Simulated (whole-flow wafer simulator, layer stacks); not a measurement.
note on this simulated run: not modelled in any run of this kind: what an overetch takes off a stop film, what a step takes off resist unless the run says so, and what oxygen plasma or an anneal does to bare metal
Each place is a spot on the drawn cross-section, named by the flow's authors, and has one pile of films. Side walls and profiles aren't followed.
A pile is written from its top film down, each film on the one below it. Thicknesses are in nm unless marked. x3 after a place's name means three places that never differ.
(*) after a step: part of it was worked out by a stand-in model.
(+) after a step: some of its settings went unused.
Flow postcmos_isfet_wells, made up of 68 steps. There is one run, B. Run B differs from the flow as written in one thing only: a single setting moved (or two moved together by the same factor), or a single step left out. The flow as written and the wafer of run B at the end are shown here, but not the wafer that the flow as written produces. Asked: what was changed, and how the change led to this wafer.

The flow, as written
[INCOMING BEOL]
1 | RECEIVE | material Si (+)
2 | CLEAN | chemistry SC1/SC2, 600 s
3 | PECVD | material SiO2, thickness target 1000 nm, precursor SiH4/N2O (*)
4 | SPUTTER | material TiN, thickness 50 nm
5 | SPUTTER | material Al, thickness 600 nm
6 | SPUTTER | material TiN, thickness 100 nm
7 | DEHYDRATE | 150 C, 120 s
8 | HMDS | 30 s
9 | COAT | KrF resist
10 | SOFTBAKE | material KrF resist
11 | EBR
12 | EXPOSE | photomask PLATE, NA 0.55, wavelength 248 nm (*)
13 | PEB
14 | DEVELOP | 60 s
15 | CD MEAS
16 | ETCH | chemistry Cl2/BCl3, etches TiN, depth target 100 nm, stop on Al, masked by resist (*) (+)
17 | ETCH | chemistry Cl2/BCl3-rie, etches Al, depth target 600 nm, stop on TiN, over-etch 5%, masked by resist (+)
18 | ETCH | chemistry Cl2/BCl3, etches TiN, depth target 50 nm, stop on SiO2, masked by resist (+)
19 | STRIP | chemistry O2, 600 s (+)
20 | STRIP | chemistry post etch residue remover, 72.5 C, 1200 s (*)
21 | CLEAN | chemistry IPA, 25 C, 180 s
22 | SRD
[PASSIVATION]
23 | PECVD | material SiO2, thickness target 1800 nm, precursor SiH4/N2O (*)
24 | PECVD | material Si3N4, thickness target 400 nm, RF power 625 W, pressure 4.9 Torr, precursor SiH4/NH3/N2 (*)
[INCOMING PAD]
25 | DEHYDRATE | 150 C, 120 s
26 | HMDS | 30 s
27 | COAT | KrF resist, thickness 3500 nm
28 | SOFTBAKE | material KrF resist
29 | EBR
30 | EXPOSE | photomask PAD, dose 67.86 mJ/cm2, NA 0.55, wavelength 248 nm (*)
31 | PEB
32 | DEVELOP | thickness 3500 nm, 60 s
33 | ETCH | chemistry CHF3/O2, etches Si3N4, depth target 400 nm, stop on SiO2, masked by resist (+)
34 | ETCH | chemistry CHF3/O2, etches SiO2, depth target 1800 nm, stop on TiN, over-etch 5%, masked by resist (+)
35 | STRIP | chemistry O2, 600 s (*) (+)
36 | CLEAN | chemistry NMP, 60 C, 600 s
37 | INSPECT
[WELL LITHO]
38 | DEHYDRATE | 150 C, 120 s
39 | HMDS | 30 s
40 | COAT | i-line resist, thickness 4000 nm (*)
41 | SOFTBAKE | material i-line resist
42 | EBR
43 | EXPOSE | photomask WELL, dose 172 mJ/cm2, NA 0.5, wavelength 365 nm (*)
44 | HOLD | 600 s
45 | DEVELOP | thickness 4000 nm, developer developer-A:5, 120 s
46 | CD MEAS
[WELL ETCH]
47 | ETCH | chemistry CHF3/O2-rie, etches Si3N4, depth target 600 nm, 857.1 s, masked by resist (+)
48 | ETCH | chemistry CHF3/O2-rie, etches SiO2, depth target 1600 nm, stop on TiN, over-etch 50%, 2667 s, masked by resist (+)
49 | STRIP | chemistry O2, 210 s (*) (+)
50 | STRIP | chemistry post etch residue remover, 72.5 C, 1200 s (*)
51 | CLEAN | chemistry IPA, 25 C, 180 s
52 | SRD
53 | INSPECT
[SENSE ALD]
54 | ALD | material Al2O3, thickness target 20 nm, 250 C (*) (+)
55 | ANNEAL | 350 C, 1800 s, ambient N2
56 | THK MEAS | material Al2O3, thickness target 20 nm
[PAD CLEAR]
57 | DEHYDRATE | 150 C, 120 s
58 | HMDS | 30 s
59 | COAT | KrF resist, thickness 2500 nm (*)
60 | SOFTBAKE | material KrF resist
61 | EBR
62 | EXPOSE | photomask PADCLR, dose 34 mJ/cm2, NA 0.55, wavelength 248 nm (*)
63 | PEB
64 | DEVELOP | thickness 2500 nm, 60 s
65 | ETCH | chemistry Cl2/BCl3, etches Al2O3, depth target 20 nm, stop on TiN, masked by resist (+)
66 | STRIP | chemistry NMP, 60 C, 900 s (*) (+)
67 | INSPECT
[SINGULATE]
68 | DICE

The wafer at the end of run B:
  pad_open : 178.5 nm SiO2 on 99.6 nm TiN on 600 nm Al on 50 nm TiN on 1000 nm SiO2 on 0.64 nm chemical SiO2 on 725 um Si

What caused this: step 33, ETCH: depth target 230 nm was run, though the flow has depth target 400 nm.

How this came from the change, step by step:
  33 | ETCH | chemistry CHF3/O2, etches Si3N4, depth target 400 nm, stop on SiO2, masked by resist (+)
      pad_open: Si3N4 loses 230 (in the flow as written it would be: Si3N4 loses 400 (all of it))
      field, margin, well900, well1300 x3, pad_rim, pad_clr: KrF resist loses 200 (in the flow as written it would be: KrF resist loses 347.8)
  34 | ETCH | chemistry CHF3/O2, etches SiO2, depth target 1800 nm, stop on TiN, over-etch 5%, masked by resist (+)
      pad_open: Si3N4 loses 170 (all of it), SiO2 loses 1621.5 (in the flow as written it would be: SiO2 loses 1800 (all of it))
  35 | STRIP | chemistry O2, 600 s (*) (+)
      field, margin, well900, well1300 x3, pad_rim, pad_clr: KrF resist loses 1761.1 (all of it) (in the flow as written it would be: KrF resist loses 1613.3 (all of it))
  41 | SOFTBAKE | material i-line resist
      pad_clr: i-line resist loses 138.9 (in the flow as written it would be: i-line resist loses 156.7)
      pad_open: i-line resist gains 107.4 (in the flow as written it would be: i-line resist gains 115.3)
  49 | STRIP | chemistry O2, 210 s (*) (+)
      pad_clr: i-line resist loses 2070 (all of it) (in the flow as written it would be: i-line resist loses 1996.5 (all of it))
  59 | COAT | KrF resist, thickness 2500 nm (*)
      pad_rim: KrF resist gains 2017 (new film) (in the flow as written it would be: KrF resist gains 1976.4 (new film))
      pad_clr: KrF resist gains 1751.6 (new film) (in the flow as written it would be: KrF resist gains 1691.6 (new film))
  64 | DEVELOP | thickness 2500 nm, 60 s
      pad_clr: KrF resist loses 1735.8 (all of it) (in the flow as written it would be: KrF resist loses 1676 (all of it))
  66 | STRIP | chemistry NMP, 60 C, 900 s (*) (+)
      pad_rim: KrF resist loses 1963.9 (all of it) (in the flow as written it would be: KrF resist loses 1923.7 (all of it))
